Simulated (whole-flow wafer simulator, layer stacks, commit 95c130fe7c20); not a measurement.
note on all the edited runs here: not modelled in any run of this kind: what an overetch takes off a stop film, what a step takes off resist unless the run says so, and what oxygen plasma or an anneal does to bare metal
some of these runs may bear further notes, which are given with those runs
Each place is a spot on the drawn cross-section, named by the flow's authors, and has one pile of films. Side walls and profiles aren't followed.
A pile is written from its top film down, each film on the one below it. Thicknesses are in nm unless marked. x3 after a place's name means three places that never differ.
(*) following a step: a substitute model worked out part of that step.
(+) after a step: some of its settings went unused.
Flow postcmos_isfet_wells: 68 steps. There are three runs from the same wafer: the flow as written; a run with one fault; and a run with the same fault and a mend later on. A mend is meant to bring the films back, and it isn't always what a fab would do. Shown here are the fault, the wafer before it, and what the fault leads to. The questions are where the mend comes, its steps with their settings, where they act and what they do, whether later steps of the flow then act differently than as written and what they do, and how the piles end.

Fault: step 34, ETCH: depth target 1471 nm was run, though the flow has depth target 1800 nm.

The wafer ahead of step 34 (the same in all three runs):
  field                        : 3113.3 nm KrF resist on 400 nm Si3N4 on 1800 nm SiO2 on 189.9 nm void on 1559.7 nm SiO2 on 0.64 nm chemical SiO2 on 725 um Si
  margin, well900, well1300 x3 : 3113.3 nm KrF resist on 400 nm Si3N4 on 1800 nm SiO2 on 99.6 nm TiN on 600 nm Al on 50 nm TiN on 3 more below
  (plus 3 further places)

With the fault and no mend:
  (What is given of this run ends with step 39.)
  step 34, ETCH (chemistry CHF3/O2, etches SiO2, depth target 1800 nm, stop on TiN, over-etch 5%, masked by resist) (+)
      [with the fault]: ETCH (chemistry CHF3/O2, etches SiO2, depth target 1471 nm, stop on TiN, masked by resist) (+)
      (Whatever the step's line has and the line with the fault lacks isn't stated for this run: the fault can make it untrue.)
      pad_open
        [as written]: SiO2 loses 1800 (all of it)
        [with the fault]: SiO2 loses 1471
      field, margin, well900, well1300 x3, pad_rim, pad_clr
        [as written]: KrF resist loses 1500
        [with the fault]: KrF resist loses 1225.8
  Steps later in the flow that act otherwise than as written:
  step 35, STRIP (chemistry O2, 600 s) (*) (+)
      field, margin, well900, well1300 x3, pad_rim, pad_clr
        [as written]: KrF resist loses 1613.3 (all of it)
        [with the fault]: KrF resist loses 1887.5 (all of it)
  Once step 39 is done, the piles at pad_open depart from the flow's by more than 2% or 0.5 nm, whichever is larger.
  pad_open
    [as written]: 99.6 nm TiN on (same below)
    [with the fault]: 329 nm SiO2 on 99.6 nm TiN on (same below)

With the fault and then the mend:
  After step 34 comes the mend.
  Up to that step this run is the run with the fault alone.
  step 34a, ETCH (chemistry CHF3/O2, etches SiO2, depth target 329.4 nm, stop on TiN, over-etch 5%, masked by resist) (the flow's step 34, run once more with other settings)
      field, margin, well900, well1300 x3, pad_rim, pad_clr
        KrF resist loses 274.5
      pad_open
        SiO2 loses 329 (all of it)
  Every later step of the flow that is run acts as written, at every place that is followed, to within 2% or 0.5 nm, whichever is larger.
  At every place that both follow, the piles at the end match the flow's.
